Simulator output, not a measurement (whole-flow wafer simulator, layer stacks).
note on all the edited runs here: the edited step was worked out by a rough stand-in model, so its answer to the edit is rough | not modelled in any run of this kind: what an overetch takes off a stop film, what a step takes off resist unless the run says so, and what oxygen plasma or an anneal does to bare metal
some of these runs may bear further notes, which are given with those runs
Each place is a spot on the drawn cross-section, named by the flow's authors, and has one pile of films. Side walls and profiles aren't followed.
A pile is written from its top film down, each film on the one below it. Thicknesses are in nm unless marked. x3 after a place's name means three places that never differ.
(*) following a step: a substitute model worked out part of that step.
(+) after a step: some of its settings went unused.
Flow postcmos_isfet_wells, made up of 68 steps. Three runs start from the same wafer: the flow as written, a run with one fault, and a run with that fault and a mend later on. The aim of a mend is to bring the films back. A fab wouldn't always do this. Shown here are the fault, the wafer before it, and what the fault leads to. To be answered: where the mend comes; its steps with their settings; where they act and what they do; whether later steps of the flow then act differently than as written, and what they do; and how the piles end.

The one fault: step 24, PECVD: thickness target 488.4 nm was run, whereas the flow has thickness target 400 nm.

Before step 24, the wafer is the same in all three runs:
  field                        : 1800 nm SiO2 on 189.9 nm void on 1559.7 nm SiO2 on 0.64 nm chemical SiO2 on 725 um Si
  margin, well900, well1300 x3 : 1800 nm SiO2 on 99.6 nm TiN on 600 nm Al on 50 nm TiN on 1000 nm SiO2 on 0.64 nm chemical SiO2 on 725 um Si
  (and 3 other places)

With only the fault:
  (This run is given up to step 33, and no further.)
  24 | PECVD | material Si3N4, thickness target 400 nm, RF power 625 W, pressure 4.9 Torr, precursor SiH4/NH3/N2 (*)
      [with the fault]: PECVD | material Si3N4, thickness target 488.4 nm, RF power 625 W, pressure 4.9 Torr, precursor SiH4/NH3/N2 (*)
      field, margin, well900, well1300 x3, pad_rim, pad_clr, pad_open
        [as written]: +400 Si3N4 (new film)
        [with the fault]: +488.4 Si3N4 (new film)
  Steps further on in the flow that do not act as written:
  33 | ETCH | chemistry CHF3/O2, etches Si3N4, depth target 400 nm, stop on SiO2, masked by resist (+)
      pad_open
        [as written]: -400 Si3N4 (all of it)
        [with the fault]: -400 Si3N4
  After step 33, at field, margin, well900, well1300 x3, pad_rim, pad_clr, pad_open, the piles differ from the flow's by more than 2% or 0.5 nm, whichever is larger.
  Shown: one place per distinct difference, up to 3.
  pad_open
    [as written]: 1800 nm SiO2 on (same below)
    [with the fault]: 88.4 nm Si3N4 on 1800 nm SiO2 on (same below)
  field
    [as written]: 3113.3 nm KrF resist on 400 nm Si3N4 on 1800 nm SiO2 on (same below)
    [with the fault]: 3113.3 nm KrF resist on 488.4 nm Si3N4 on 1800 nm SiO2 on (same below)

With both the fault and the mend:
  The mend follows step 24.
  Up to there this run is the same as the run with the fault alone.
  24a | ETCH | chemistry h3po4, depth target 88.4 nm
      field, margin, well900, well1300 x3, pad_rim, pad_clr, pad_open
        -88.4 Si3N4
  None of the later steps of the flow acts differently than as written at any place that is followed.
  At every place that both follow, the piles at the end match the flow's.
